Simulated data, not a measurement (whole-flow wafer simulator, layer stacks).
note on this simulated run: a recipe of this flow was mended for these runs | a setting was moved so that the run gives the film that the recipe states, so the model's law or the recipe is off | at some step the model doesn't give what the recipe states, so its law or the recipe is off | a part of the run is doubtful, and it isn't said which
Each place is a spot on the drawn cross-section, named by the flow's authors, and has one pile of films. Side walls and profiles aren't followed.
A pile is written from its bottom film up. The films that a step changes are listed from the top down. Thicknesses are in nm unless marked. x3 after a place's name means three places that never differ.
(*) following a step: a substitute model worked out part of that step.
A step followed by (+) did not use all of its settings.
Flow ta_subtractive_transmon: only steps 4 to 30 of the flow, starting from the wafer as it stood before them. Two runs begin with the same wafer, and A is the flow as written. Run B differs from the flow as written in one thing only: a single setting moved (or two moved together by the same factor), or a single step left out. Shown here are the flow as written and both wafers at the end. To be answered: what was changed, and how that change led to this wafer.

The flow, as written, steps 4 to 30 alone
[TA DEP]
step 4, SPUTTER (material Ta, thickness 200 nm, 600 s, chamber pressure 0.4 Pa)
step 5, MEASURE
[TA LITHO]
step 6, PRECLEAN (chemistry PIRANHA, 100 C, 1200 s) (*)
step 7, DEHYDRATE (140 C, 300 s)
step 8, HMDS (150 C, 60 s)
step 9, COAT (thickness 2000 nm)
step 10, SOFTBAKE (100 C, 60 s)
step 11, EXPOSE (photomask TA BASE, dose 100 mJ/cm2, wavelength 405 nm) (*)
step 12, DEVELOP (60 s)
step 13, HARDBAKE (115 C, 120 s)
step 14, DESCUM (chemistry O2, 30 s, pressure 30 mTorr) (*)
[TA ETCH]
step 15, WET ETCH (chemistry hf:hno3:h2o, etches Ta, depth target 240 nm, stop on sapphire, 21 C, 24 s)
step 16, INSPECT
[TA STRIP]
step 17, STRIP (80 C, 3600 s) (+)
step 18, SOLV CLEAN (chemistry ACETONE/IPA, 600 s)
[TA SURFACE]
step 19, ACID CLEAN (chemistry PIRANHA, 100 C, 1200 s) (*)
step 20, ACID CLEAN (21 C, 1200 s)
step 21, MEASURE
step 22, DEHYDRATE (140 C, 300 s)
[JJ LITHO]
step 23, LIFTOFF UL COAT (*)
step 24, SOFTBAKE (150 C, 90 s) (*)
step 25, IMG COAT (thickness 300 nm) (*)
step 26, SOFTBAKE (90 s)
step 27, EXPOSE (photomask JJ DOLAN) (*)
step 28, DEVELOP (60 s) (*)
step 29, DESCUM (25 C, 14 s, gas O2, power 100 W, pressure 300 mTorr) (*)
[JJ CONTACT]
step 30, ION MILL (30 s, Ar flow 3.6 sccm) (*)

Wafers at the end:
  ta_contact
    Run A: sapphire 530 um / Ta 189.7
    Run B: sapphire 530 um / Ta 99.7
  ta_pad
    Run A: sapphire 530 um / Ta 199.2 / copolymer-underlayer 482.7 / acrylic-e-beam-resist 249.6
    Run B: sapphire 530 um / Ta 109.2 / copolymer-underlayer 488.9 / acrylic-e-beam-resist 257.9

Cause: step 4, SPUTTER: thickness 110 nm was run, while the flow as written has thickness 200 nm; step 4, SPUTTER: 330 s was run, where the flow has 600 s.

Step by step, how the change led to this:
  step 4, SPUTTER (material Ta, thickness 200 nm, 600 s, chamber pressure 0.4 Pa)
      field x2, jj_line, lead, ta_contact, ta_pad: A +200 Ta (new film) | B +110 Ta (new film)
  step 15, WET ETCH (chemistry hf:hno3:h2o, etches Ta, depth target 240 nm, stop on sapphire, 21 C, 24 s)
      field x2, jj_line, lead: A -199.7 Ta (all of it) | B -109.7 Ta (all of it)
  step 23, LIFTOFF UL COAT (*)
      lead: A +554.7 copolymer-underlayer (new film) | B +531 copolymer-underlayer (new film)
      ta_contact: A +443.9 copolymer-underlayer (new film) | B +468 copolymer-underlayer (new film)
  step 25, IMG COAT (thickness 300 nm) (*)
      ta_pad: A +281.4 acrylic-e-beam-resist (new film) | B +289.6 acrylic-e-beam-resist (new film)
  step 28, DEVELOP (60 s) (*)
      lead: A -312.5 acrylic-e-beam-resist (all of it), -554.7 copolymer-underlayer (all of it) | B -306.8 acrylic-e-beam-resist (all of it), -531 copolymer-underlayer (all of it)
      ta_contact: A -287.5 acrylic-e-beam-resist (all of it), -443.9 copolymer-underlayer (all of it) | B -293.3 acrylic-e-beam-resist (all of it), -468 copolymer-underlayer (all of it)
